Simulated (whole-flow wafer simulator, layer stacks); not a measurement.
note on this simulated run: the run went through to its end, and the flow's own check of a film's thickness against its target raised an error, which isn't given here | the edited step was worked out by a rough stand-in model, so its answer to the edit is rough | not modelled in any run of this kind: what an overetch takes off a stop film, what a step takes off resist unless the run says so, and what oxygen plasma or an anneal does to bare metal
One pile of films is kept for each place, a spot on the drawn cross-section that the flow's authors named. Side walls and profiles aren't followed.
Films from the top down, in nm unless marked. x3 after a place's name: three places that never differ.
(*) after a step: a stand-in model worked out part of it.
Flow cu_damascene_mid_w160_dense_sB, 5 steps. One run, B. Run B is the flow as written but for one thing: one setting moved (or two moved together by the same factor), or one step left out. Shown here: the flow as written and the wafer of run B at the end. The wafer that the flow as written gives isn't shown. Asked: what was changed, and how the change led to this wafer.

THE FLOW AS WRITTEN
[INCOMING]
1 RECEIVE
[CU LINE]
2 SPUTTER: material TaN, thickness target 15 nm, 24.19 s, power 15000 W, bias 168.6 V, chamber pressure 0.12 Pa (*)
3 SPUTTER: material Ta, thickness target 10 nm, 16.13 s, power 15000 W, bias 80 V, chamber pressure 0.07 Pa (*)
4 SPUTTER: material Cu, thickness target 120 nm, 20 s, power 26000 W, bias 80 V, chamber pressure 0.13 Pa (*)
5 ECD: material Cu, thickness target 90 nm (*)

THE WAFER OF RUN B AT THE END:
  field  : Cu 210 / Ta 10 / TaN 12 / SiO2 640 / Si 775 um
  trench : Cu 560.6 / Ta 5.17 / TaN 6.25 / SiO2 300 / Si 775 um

The cause: step 2, SPUTTER: thickness target 12 nm was run, where the flow has thickness target 15 nm; step 2, SPUTTER: 19.35 s was run, where the flow has 24.19 s.
It can be read off the wafer: field has TaN 12, and step 2 as written asks for 15 nm.

How the change led to this, step by step:
  2 SPUTTER: material TaN, thickness target 15 nm, 24.19 s, power 15000 W, bias 168.6 V, chamber pressure 0.12 Pa (*)
      field: TaN +12 (new film) (as written it would be: TaN +15 (new film))
      trench: TaN +6.25 (new film) (as written it would be: TaN +7.82 (new film))
